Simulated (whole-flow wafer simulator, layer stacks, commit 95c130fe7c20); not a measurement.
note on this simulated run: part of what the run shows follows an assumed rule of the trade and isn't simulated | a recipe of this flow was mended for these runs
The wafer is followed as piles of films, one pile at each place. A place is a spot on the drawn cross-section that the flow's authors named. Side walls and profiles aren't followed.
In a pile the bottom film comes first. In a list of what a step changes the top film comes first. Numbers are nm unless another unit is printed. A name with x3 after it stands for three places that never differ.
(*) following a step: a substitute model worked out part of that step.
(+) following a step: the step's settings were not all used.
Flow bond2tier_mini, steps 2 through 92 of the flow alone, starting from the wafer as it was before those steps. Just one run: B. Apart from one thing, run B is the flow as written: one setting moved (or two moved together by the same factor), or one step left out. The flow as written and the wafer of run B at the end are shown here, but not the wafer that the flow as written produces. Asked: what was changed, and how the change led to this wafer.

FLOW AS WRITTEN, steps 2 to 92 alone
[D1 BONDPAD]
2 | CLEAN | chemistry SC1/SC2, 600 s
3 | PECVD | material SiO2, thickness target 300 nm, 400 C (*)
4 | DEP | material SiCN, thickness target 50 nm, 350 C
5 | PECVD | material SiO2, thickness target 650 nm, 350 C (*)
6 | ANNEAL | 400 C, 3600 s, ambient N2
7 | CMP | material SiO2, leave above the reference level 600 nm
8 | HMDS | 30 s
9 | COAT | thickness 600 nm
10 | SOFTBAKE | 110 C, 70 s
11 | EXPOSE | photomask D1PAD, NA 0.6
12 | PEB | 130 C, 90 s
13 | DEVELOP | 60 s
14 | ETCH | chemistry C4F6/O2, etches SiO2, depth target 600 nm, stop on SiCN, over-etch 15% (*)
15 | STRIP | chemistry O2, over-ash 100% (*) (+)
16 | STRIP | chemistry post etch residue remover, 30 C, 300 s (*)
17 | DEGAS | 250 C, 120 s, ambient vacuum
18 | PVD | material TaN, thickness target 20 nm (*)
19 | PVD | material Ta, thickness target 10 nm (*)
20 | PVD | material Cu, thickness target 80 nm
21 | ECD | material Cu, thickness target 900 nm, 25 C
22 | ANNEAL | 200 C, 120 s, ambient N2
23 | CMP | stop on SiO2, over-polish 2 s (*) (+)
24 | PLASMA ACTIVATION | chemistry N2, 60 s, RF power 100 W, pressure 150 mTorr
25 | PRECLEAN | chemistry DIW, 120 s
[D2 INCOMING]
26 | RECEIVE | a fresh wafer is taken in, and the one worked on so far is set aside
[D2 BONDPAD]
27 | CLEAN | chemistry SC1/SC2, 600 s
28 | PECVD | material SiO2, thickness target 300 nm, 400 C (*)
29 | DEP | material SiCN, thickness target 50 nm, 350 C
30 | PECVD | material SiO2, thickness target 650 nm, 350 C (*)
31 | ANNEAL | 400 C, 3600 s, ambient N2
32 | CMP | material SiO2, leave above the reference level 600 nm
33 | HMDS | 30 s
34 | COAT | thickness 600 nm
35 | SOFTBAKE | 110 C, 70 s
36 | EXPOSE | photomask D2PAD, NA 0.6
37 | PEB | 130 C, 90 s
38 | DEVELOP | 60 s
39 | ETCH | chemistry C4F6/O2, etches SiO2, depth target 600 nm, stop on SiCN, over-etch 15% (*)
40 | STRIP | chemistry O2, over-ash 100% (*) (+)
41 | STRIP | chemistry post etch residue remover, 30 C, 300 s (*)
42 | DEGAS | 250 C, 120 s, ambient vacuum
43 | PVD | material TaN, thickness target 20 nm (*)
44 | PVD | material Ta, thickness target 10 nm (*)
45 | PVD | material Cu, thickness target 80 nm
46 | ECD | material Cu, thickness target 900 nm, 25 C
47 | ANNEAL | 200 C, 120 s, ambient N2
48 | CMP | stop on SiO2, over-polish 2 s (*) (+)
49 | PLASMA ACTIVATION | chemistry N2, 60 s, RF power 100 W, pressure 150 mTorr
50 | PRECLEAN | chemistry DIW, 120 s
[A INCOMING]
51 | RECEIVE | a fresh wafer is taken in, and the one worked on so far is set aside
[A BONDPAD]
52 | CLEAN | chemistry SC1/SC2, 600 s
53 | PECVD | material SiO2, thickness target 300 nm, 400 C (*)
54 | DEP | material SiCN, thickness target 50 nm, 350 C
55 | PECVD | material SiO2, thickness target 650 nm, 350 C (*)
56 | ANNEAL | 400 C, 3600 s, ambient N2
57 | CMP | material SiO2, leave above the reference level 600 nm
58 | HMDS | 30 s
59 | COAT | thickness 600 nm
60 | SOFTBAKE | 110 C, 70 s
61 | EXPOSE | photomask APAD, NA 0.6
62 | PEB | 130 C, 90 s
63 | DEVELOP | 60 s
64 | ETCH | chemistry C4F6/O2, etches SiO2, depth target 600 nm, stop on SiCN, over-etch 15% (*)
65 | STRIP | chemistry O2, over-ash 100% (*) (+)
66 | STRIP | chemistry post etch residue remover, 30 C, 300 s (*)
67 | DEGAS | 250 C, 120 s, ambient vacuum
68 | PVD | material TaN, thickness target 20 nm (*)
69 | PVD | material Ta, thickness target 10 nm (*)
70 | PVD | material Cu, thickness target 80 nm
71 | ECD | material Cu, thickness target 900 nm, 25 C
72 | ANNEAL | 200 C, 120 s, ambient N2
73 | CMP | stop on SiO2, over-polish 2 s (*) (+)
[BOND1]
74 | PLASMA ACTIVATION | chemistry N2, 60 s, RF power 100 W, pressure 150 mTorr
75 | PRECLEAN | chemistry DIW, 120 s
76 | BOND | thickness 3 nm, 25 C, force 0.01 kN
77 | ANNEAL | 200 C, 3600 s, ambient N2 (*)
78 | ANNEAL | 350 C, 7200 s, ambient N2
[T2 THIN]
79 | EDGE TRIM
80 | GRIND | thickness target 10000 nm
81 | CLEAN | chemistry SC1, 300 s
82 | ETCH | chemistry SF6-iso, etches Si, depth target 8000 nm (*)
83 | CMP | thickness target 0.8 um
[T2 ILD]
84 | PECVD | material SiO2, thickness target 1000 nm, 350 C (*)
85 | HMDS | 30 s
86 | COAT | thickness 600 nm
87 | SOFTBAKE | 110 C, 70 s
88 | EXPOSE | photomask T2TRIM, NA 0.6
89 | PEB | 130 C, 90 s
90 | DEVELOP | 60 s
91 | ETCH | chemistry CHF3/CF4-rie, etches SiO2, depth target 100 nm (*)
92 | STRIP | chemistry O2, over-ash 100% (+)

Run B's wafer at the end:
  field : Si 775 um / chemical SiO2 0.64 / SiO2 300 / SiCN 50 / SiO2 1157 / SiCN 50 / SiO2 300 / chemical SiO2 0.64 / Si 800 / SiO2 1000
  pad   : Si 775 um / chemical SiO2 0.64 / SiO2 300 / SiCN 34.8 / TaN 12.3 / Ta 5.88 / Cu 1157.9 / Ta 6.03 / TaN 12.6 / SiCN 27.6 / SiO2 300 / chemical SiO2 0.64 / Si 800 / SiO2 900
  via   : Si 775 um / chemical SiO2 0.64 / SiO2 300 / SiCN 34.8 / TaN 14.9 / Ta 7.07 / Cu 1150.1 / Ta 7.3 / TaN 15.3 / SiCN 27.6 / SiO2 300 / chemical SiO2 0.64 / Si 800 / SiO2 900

What caused this: step 7, CMP: leave above the reference level 557 nm was run, while the flow as written has leave above the reference level 600 nm; step 9, COAT: thickness 557 nm was run, where the flow has thickness 600 nm.

How this came from the change, step by step:
  7 | CMP | material SiO2, leave above the reference level 600 nm
      field, pad, via: -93 SiO2 (it would be, as written: -50 SiO2)
  9 | COAT | thickness 600 nm
      field, pad, via: +557 thick-KrF-resist (new film) (it would be, as written: +600 thick-KrF-resist (new film))
  12 | PEB | 130 C, 90 s
      field, pad, via: -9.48 thick-KrF-resist (it would be, as written: -10.3 thick-KrF-resist)
  13 | DEVELOP | 60 s
      pad, via: -547.5 thick-KrF-resist (all of it) (it would be, as written: -589.7 thick-KrF-resist (all of it))
  14 | ETCH | chemistry C4F6/O2, etches SiO2, depth target 600 nm, stop on SiCN, over-etch 15% (*)
      pad, via: -557 SiO2 (all of it), -22.4 SiCN (it would be, as written: -600 SiO2 (all of it), -15.2 SiCN)
      field: -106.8 thick-KrF-resist (it would be, as written: -115 thick-KrF-resist)
  15 | STRIP | chemistry O2, over-ash 100% (*) (+)
      field: -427 thick-KrF-resist (all of it) (it would be, as written: -460.9 thick-KrF-resist (all of it))
  20 | PVD | material Cu, thickness target 80 nm
      pad: +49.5 Cu (new film) (it would be, as written: +48.4 Cu (new film))
      via: +60.7 Cu (new film) (it would be, as written: +59 Cu (new film))
  21 | ECD | material Cu, thickness target 900 nm, 25 C
      pad: +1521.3 Cu (it would be, as written: +1558.7 Cu)
      via: +1506.1 Cu (it would be, as written: +1544.3 Cu)
  76 | BOND | thickness 3 nm, 25 C, force 0.01 kN
      field: +775 um Si (new film), +0.64 chemical SiO2 (new film), +300 SiO2 (new film), +50 SiCN (new film), +557 SiO2 (it would be, as written: +775 um Si (new film), +0.64 chemical SiO2 (new film), +300 SiO2 (new film), +50 SiCN (new film), +600 SiO2)
      pad: +775 um Si (new film), +0.64 chemical SiO2 (new film), +300 SiO2 (new film), +27.6 SiCN (new film), +12.6 TaN (new film), +6.03 Ta (new film), +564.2 Cu (it would be, as written: +775 um Si (new film), +0.64 chemical SiO2 (new film), +300 SiO2 (new film), +34.8 SiCN (new film), +12.3 TaN (new film), +5.88 Ta (new film), +600.4 Cu)
      (and at 1 other place as well)
